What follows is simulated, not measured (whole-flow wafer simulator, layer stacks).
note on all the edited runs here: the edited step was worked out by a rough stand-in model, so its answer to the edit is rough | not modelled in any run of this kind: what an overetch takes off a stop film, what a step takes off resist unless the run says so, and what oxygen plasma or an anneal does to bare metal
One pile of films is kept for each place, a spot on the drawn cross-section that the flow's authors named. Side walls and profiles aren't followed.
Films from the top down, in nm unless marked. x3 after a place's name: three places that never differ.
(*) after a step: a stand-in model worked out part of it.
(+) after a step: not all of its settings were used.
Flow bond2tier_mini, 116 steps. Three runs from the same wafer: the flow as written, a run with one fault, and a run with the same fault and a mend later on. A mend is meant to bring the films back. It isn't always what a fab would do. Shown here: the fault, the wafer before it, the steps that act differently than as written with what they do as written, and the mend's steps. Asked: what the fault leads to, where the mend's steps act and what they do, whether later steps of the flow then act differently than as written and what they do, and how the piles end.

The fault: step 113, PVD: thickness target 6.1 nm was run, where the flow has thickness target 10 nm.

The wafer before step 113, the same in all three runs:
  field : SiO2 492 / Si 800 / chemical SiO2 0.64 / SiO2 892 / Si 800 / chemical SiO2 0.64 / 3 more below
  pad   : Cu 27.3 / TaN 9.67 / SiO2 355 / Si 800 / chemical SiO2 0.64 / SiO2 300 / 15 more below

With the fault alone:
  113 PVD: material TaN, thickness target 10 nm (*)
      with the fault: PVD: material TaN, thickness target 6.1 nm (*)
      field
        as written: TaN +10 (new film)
        with the fault: TaN +6.1 (new film)
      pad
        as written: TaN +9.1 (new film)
        with the fault: TaN +5.55 (new film)
  Later steps of the flow that act differently than as written (1 more step differs only slightly, by at most 2% or 0.5 nm, whichever is larger, and isn't shown):
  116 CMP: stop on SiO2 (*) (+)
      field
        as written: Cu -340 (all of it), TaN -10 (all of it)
        with the fault: Cu -340 (all of it), TaN -6.1 (all of it)
  At the end the piles differ from the flow's by more than 2% or 0.5 nm, whichever is larger, at pad.
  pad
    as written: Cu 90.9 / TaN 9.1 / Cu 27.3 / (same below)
    with the fault: Cu 94.4 / TaN 5.55 / Cu 27.3 / (same below)

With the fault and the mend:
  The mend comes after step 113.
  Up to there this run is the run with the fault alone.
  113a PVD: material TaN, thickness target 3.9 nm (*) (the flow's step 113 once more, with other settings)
      field
        TaN +3.9
      pad
        TaN +3.55
  No later step of the flow acts differently than as written at any place that is followed.
  At the end the piles are the same as the flow's at every place that both follow.
